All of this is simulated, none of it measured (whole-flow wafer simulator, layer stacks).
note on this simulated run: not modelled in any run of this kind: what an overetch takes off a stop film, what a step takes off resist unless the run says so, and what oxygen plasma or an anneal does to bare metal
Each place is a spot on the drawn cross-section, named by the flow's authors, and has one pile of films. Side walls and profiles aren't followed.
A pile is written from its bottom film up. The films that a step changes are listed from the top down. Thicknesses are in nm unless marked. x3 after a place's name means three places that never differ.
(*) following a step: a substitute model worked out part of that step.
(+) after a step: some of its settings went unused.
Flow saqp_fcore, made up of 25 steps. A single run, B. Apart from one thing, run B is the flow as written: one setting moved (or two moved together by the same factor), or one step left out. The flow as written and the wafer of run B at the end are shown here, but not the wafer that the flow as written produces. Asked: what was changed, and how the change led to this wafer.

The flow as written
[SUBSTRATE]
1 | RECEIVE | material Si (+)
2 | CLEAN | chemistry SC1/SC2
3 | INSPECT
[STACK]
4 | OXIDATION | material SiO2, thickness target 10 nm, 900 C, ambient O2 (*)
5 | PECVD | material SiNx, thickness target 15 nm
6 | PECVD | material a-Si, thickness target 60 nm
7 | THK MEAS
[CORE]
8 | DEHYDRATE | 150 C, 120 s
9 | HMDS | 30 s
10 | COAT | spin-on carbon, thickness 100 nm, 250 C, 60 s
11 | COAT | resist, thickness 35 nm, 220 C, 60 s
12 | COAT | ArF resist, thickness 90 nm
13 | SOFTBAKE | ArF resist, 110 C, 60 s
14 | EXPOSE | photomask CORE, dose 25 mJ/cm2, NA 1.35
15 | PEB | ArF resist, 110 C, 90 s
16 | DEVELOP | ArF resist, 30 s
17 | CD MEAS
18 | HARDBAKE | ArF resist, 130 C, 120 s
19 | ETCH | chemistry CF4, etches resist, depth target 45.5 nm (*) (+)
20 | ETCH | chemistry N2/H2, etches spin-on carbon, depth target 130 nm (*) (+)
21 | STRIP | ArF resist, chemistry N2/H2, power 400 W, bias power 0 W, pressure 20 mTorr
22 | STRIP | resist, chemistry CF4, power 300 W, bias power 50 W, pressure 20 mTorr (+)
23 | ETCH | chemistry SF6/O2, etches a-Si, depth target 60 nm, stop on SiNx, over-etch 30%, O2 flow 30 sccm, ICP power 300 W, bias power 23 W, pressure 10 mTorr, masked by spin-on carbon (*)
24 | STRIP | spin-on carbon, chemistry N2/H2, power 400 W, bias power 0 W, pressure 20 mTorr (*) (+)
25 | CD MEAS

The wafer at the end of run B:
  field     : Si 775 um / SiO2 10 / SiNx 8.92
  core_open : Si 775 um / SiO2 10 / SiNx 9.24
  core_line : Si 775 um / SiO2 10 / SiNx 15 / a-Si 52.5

What caused this: step 6, PECVD: thickness target 52.5 nm was run, while the flow as written has thickness target 60 nm.
One can read it off the wafer: core_line has a-Si 52.5, and step 6 as written asks for 60 nm.

Step by step, how the change led to this:
  6 | PECVD | material a-Si, thickness target 60 nm
      field, core_open, core_line: +52.5 a-Si (new film) (it would be, as written: +60 a-Si (new film))
  23 | ETCH | chemistry SF6/O2, etches a-Si, depth target 60 nm, stop on SiNx, over-etch 30%, O2 flow 30 sccm, ICP power 300 W, bias power 23 W, pressure 10 mTorr, masked by spin-on carbon (*)
      field: -29.4 a-Si (all of it), -6.08 SiNx (it would be, as written: -36.9 a-Si (all of it), -5.14 SiNx)
      core_open: -31.9 a-Si (all of it), -5.76 SiNx (it would be, as written: -39.4 a-Si (all of it), -4.82 SiNx)
      (and at 1 other place as well)
